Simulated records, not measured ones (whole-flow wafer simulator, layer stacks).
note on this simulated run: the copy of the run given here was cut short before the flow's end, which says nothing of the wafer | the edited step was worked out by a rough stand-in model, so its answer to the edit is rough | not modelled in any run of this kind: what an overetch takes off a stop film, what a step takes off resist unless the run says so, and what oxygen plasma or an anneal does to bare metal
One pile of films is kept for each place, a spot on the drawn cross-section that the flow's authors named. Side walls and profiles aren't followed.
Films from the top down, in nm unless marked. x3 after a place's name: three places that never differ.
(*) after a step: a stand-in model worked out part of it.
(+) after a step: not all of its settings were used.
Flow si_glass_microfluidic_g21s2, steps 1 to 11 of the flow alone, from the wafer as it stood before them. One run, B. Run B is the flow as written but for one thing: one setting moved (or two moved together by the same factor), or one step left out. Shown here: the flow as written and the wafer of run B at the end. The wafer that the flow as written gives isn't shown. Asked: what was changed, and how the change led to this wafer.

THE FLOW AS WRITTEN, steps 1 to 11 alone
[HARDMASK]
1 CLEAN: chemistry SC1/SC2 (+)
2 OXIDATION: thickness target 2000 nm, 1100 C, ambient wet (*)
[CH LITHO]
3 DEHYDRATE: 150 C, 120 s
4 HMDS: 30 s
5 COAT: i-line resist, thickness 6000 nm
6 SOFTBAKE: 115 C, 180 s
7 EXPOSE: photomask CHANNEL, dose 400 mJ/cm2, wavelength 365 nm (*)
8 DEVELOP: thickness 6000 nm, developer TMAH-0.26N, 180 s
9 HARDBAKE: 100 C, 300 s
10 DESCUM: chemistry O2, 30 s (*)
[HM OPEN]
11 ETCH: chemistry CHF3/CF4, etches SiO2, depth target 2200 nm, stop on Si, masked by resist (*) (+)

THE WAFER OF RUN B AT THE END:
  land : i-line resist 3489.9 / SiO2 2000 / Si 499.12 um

The cause: step 11, ETCH: depth target 2970 nm was run, where the flow has depth target 2200 nm.

How the change led to this, step by step:
  11 ETCH: chemistry CHF3/CF4, etches SiO2, depth target 2200 nm, stop on Si, masked by resist (*) (+)
      land: i-line resist -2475 (as written it would be: i-line resist -1833.3)
